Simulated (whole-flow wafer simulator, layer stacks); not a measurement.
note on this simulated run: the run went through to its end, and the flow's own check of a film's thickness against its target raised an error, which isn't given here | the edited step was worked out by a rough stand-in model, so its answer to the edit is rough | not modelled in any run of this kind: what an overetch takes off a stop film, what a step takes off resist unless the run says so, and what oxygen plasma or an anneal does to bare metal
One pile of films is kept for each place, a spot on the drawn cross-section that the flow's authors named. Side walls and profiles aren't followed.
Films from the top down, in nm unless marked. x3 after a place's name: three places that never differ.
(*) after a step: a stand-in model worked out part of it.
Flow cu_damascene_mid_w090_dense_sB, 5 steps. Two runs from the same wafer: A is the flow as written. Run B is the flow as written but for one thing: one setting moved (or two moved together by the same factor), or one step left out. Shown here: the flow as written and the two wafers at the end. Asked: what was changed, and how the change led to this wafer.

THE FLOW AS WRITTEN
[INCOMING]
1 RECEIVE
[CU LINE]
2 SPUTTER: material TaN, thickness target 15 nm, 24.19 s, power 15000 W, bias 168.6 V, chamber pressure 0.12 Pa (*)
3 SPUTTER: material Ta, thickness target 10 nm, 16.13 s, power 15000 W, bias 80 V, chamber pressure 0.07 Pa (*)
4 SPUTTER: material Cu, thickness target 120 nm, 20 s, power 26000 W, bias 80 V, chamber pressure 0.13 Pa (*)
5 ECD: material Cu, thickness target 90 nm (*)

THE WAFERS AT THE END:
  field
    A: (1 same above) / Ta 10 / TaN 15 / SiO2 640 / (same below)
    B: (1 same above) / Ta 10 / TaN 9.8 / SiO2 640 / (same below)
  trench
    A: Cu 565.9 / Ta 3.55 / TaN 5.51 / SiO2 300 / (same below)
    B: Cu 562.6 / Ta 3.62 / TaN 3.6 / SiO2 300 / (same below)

The cause: step 2, SPUTTER: thickness target 9.8 nm was run, where the flow has thickness target 15 nm; step 2, SPUTTER: 15.72 s was run, where the flow has 24.19 s.
It can be read off the wafer: field has TaN 9.8, and step 2 as written asks for 15 nm.

How the change led to this, step by step:
  2 SPUTTER: material TaN, thickness target 15 nm, 24.19 s, power 15000 W, bias 168.6 V, chamber pressure 0.12 Pa (*)
      field: A TaN +15 (new film) | B TaN +9.8 (new film)
      trench: A TaN +5.51 (new film) | B TaN +3.6 (new film)
